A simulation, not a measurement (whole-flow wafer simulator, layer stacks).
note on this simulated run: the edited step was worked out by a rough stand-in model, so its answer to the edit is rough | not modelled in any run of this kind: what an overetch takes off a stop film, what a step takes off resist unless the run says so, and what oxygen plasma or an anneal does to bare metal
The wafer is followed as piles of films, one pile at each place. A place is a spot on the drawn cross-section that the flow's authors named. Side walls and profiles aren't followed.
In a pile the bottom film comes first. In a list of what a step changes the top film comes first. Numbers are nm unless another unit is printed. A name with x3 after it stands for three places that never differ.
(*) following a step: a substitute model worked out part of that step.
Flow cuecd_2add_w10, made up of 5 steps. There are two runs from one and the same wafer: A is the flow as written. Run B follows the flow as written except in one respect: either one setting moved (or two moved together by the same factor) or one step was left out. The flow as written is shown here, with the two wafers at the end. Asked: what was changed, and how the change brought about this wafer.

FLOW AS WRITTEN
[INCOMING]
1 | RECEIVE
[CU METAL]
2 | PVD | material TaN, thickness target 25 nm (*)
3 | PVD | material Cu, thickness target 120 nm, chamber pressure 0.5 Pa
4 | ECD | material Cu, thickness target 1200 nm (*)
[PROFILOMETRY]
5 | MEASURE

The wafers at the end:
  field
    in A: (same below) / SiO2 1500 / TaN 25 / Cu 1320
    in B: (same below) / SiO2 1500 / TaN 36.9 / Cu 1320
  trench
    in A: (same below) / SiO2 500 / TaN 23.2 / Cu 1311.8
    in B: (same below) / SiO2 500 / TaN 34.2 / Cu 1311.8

What caused this: step 2, PVD: thickness target 36.9 nm was run, whereas the flow has thickness target 25 nm.
The wafer itself shows it: field has TaN 36.9, and step 2 as written asks for 25 nm.

Step by step, how the change led to this:
  2 | PVD | material TaN, thickness target 25 nm (*)
      field: A TaN gains 25 (new film) | B TaN gains 36.9 (new film)
      trench: A TaN gains 23.2 (new film) | B TaN gains 34.2 (new film)
